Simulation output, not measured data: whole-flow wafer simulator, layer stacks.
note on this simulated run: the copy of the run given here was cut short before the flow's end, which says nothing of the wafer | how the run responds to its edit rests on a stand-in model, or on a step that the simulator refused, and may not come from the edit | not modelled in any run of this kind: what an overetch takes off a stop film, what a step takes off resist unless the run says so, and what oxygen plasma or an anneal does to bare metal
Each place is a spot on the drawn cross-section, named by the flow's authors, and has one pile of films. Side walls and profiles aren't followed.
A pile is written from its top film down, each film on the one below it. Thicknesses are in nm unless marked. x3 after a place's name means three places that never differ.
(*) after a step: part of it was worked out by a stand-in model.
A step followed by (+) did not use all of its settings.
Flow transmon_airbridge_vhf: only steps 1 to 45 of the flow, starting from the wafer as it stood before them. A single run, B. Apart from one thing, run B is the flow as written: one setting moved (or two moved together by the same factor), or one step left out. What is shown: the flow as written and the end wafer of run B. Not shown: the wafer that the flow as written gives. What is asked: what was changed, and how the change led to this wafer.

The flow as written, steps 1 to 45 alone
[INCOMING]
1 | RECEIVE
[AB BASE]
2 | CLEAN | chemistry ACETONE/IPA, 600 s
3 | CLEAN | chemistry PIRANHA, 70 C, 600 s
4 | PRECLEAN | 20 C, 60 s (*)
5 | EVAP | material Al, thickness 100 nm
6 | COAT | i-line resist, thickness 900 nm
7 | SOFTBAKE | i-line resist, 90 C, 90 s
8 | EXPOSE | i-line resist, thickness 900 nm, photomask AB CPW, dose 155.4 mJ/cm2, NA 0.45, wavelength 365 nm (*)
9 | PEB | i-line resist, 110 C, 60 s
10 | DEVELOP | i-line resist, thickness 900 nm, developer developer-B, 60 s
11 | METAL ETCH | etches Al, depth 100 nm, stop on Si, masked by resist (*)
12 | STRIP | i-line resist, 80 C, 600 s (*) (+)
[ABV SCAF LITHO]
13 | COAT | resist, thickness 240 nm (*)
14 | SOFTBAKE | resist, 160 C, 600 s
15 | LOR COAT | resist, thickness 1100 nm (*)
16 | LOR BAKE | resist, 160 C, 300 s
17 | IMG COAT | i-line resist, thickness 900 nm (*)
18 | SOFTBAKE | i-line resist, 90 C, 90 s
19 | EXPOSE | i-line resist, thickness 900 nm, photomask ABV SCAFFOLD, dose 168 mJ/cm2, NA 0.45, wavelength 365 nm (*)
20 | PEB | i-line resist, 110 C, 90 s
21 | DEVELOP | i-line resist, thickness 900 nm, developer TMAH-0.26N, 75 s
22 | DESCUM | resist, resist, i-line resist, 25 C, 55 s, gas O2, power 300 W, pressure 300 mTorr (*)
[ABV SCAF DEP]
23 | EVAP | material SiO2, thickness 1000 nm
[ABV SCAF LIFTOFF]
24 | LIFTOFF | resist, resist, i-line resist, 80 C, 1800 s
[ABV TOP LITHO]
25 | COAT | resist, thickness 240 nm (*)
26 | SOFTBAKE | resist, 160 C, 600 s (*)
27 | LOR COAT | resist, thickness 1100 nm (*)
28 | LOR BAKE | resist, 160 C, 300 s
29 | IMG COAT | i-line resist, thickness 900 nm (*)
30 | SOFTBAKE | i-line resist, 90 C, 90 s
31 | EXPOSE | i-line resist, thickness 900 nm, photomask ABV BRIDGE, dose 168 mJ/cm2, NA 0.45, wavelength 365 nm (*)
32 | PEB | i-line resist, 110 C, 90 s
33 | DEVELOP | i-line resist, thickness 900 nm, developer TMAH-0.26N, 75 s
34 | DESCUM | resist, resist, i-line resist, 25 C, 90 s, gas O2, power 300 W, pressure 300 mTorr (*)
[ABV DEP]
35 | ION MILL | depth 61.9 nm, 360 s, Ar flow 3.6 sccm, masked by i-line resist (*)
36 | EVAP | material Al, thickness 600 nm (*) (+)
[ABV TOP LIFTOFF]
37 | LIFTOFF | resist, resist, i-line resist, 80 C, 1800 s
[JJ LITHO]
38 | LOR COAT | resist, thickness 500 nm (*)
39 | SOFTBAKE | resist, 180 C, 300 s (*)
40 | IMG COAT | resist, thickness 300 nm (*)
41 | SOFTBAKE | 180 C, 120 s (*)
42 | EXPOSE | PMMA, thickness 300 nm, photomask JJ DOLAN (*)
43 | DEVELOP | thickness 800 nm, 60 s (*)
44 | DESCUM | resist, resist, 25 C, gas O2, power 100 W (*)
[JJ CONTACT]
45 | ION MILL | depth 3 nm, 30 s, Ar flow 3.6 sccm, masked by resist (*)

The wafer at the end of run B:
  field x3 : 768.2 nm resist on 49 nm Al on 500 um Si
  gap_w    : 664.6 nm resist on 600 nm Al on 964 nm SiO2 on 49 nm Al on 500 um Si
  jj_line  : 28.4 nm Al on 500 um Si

Cause: step 5, EVAP: thickness 149 nm was run, whereas the flow has thickness 100 nm.

The path from the change to this, step by step:
  5 | EVAP | material Al, thickness 100 nm
      field x3, jj_line, ground_far and 12 more: +149 Al (new film) (in the flow as written it would be: +100 Al (new film))
  11 | METAL ETCH | etches Al, depth 100 nm, stop on Si, masked by resist (*)
      field x3, jj_line, gap_w, gap_e: -100 Al (in the flow as written it would be: -100 Al (all of it))
  45 | ION MILL | depth 3 nm, 30 s, Ar flow 3.6 sccm, masked by resist (*)
      jj_line: -20.6 Al (in the flow as written it would be: -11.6 Si)
If metal films that touch count as one body, field x3 has 1 body; the flow as written gives 0 bodies.
If metal films that touch count as one body, gap_w has 2 bodies (between them, from the top down: SiO2 964); the flow as written gives 1 body.
If metal films that touch count as one body, jj_line has 1 body; the flow as written gives 0 bodies.
